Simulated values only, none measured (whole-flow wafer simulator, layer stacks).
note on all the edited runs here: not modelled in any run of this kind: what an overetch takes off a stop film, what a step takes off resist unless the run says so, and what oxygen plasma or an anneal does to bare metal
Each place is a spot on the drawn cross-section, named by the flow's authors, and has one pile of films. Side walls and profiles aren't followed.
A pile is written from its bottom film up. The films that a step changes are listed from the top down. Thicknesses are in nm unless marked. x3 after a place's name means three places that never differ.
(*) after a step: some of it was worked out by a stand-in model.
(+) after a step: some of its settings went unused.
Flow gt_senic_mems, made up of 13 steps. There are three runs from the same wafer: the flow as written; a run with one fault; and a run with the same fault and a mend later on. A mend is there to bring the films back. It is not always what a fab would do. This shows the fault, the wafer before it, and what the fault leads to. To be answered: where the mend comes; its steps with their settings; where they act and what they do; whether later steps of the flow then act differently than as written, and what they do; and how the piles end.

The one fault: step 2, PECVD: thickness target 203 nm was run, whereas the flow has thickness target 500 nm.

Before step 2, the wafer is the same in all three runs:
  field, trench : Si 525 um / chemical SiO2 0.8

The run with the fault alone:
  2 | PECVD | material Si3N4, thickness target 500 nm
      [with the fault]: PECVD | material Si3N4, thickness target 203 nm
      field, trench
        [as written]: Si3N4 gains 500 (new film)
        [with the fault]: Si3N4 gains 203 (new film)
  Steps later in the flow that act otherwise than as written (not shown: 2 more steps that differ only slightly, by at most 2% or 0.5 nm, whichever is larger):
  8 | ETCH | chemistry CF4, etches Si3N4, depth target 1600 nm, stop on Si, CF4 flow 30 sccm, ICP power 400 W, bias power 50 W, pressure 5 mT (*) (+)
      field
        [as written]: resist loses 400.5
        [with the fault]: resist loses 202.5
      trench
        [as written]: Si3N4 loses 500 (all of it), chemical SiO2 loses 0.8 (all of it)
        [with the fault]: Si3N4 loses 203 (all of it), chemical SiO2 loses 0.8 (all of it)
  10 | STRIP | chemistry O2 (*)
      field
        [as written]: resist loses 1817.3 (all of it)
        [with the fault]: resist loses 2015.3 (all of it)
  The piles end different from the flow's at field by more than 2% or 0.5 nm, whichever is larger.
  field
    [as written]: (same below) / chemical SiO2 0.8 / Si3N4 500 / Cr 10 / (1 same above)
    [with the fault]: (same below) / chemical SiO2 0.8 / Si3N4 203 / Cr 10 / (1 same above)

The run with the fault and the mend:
  After step 7 comes the mend.
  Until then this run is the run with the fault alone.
  7a | STRIP | chemistry O2 (*)
      field
        resist loses 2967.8 (all of it)
  7b | PECVD | material Si3N4, thickness target 297 nm (the flow's step 2, run once more with other settings)
      field, trench
        Si3N4 gains 297
  7c | HMDS (the flow's step 3, run once more)
      leaves every film unchanged at each place that is followed
  7d | COAT | resist, thickness 3000 nm (the flow's step 4, run once more)
      field, trench
        resist gains 3000 (new film)
  7e | SOFTBAKE | resist (the flow's step 5, run once more)
      leaves every film unchanged at each place that is followed
  7f | EXPOSE | photomask DEVICE, dose 108.9 mJ/cm2, wavelength 405 nm (*) (the flow's step 6, run once more)
      leaves every film unchanged at each place that is followed
  7g | DEVELOP | resist, thickness 3000 nm, developer developer-E, 60 s (the flow's step 7, run once more)
      field
        resist loses 32.2
      trench
        resist loses 3000 (all of it)
  Every later step of the flow that is run acts as written at every place that is followed.
  The piles end the same as the flow's at every place that both follow.
